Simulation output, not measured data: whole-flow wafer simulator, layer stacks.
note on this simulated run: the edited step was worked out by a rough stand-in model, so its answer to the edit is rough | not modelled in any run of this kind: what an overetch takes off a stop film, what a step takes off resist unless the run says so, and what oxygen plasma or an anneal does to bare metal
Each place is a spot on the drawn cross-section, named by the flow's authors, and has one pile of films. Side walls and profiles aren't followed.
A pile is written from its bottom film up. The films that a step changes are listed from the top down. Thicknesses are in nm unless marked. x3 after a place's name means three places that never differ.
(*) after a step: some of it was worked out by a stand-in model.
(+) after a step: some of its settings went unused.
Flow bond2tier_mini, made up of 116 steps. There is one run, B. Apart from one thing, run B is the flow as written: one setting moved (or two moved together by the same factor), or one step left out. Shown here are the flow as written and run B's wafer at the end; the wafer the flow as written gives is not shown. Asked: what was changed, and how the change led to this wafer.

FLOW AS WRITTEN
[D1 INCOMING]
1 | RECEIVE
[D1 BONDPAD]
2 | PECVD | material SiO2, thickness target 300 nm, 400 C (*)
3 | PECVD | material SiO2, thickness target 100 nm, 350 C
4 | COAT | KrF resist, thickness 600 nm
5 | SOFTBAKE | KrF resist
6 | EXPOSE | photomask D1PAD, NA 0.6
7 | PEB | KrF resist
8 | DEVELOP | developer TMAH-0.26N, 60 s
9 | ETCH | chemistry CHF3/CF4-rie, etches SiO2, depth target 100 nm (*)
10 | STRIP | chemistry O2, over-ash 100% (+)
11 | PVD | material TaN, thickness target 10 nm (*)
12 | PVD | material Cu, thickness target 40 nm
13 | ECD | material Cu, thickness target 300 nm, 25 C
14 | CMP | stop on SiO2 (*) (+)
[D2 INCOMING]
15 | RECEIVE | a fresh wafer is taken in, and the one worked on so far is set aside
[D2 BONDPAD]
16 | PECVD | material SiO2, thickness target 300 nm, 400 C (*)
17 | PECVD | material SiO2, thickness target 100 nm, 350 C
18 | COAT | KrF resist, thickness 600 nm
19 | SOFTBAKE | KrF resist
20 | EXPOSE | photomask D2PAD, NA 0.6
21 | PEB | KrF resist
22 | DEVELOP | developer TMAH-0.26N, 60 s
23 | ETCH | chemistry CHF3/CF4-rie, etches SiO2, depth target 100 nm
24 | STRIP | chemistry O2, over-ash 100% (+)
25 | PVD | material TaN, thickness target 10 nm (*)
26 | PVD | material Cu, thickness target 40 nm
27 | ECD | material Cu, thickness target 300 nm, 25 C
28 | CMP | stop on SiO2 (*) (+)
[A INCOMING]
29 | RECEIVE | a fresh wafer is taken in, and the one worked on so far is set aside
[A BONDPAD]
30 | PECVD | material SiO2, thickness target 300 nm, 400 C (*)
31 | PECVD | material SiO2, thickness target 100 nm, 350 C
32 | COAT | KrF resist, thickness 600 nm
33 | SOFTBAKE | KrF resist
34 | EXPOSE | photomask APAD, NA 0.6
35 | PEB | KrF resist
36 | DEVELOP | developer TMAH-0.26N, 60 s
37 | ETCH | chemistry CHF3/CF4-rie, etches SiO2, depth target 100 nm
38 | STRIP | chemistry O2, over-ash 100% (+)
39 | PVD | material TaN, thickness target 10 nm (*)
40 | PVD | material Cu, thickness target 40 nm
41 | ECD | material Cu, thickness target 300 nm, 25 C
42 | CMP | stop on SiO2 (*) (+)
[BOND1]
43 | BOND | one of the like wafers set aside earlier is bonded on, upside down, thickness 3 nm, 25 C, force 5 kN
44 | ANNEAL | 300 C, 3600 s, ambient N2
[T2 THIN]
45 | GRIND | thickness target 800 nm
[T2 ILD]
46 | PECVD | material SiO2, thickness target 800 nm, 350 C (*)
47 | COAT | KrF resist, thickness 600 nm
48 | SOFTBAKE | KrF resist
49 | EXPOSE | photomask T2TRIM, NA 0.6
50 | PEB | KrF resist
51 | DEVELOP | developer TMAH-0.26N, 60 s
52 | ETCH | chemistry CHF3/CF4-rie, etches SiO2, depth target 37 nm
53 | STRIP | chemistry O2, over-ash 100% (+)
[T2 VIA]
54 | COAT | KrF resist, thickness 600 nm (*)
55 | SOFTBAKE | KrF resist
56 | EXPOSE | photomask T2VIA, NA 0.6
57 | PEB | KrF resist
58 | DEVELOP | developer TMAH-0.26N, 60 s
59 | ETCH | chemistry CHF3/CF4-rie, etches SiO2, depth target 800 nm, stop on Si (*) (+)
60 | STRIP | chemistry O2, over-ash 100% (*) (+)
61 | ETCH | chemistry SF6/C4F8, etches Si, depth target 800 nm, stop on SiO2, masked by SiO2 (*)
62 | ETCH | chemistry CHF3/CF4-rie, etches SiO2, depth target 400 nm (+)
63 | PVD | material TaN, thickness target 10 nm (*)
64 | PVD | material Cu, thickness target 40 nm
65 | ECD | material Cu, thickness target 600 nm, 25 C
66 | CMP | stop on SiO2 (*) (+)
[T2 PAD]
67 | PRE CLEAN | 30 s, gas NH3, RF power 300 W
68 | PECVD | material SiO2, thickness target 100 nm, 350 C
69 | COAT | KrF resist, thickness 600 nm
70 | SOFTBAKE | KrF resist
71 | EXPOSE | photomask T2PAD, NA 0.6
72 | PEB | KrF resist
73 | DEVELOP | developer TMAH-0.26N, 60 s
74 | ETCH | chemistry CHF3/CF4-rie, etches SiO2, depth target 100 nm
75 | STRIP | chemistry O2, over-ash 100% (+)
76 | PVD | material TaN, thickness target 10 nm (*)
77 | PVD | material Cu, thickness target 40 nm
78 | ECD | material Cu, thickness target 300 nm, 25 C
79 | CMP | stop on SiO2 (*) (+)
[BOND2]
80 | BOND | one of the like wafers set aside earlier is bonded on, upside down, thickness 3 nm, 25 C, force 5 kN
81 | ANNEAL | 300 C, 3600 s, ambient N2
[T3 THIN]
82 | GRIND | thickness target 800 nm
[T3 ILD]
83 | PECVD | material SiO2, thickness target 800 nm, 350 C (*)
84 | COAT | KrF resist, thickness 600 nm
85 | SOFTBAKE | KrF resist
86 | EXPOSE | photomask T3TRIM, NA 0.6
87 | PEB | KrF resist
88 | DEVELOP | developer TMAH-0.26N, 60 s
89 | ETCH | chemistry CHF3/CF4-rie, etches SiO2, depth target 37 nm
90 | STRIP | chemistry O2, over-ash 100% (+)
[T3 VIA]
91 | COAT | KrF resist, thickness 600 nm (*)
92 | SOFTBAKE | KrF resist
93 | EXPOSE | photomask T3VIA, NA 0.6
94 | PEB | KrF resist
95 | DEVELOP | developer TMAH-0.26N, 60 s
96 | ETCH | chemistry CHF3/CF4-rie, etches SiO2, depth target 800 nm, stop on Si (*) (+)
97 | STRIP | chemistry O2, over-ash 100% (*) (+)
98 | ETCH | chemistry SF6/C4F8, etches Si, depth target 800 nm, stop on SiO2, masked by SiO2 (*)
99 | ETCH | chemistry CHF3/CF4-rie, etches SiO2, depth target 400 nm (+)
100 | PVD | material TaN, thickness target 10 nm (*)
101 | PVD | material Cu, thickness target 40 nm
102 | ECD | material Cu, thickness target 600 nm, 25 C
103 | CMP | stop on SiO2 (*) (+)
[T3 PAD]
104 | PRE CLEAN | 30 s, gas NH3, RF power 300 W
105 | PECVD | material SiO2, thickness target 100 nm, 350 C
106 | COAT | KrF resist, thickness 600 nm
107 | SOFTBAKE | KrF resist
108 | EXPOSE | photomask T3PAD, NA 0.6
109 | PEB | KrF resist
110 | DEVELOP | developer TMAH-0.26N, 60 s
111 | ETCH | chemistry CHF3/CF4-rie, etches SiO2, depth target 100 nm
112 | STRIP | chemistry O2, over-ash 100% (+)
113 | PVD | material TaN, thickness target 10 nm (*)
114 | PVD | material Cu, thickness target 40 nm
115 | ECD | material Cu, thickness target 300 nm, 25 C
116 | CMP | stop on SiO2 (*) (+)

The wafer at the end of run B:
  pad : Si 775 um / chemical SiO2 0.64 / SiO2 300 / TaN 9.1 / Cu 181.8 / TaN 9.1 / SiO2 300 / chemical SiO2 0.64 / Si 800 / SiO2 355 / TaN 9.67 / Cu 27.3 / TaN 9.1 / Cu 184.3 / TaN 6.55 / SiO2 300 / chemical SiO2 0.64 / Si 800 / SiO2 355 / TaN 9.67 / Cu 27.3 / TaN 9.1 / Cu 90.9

Cause: step 25, PVD: thickness target 7.2 nm was run, though the flow has thickness target 10 nm.

Step by step, how the change led to this:
  25 | PVD | material TaN, thickness target 10 nm (*)
      field: TaN gains 7.2 (new film) (as written it would have been: TaN gains 10 (new film))
      pad: TaN gains 6.55 (new film) (as written it would have been: TaN gains 9.1 (new film))
      (also at 1 further place)
  28 | CMP | stop on SiO2 (*) (+)
      field: Cu loses 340 (all of it), TaN loses 7.2 (all of it) (as written it would have been: Cu loses 340 (all of it), TaN loses 10 (all of it))
  80 | BOND | one of the like wafers set aside earlier is bonded on, upside down, thickness 3 nm, 25 C, force 5 kN
      pad: Si gains 775 um (new film), chemical SiO2 gains 0.64 (new film), SiO2 gains 300 (new film), TaN gains 6.55 (new film), Cu gains 93.4 (as written it would have been: Si gains 775 um (new film), chemical SiO2 gains 0.64 (new film), SiO2 gains 300 (new film), TaN gains 9.1 (new film), Cu gains 90.9)
